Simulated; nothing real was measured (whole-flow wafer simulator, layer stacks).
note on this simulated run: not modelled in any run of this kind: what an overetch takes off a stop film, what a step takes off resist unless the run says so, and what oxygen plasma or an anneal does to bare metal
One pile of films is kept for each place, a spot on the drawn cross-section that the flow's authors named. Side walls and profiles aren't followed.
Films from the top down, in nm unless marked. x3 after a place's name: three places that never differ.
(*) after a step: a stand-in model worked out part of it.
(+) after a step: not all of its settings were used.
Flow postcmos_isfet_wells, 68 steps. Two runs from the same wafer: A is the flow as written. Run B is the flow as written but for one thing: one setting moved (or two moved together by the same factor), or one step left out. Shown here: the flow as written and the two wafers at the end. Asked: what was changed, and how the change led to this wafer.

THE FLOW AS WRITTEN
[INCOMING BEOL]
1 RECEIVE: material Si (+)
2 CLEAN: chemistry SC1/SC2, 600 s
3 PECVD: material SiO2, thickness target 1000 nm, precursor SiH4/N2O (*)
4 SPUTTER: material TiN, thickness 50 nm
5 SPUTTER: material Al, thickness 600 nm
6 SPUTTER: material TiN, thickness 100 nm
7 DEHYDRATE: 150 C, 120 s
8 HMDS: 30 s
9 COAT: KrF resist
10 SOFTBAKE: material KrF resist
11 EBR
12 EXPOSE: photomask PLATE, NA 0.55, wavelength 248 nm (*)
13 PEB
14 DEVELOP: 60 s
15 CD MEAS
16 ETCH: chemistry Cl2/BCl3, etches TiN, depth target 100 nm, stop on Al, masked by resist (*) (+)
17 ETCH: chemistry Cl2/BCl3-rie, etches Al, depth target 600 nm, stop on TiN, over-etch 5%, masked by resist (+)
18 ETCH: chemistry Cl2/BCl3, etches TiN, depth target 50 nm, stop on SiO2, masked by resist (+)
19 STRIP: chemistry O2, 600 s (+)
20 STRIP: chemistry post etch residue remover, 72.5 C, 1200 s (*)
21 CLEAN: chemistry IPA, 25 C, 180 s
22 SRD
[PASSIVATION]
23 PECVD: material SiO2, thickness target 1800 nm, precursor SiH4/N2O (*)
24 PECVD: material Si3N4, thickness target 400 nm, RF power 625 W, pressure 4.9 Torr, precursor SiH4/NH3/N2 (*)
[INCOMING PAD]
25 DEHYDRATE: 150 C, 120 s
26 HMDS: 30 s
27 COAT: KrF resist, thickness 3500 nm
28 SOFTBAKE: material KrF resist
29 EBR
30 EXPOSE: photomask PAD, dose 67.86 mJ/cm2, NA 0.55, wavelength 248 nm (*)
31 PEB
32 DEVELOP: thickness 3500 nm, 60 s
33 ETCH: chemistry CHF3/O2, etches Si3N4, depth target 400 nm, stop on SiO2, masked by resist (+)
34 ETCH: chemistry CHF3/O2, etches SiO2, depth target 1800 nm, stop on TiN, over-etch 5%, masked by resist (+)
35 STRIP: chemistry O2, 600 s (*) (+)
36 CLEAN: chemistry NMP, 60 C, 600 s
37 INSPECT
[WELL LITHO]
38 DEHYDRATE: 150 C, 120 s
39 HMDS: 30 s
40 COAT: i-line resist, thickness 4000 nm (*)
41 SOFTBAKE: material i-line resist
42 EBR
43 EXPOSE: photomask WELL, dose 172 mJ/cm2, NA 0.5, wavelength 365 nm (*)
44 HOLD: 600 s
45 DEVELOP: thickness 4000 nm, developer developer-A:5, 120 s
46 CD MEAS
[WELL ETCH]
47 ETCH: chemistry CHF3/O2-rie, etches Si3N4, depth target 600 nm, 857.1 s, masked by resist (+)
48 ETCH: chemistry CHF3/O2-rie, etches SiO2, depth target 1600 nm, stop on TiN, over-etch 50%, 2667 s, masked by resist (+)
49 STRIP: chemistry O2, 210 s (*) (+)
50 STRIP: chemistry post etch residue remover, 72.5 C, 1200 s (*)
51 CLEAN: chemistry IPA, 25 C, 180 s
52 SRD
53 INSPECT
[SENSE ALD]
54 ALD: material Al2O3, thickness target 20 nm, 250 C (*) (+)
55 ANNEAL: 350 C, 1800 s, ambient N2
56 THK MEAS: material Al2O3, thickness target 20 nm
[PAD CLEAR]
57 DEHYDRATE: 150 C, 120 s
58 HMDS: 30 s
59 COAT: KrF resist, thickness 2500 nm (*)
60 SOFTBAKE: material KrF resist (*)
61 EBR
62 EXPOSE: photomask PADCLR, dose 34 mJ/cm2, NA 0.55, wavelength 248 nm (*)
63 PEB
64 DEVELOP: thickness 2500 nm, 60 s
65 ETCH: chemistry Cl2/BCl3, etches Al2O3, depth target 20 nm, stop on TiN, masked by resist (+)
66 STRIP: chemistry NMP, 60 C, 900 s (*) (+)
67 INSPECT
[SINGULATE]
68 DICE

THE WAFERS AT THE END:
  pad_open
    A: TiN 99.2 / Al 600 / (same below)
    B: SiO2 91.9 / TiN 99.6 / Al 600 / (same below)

The cause: step 33, ETCH: depth target 312.5 nm was run, where the flow has depth target 400 nm.

How the change led to this, step by step:
  33 ETCH: chemistry CHF3/O2, etches Si3N4, depth target 400 nm, stop on SiO2, masked by resist (+)
      pad_open: A Si3N4 -400 (all of it) | B Si3N4 -312.5
      field, margin, well900, well1300 x3, pad_rim, pad_clr: A KrF resist -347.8 | B KrF resist -271.7
  34 ETCH: chemistry CHF3/O2, etches SiO2, depth target 1800 nm, stop on TiN, over-etch 5%, masked by resist (+)
      pad_open: A SiO2 -1800 (all of it) | B Si3N4 -87.5 (all of it), SiO2 -1708.1
  35 STRIP: chemistry O2, 600 s (*) (+)
      field, margin, well900, well1300 x3, pad_rim, pad_clr: A KrF resist -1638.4 (all of it) | B KrF resist -1714.5 (all of it)
  41 SOFTBAKE: material i-line resist
      pad_clr: A i-line resist -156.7 | B i-line resist -147.5
      pad_open: A i-line resist +115.3 | B i-line resist +111.3
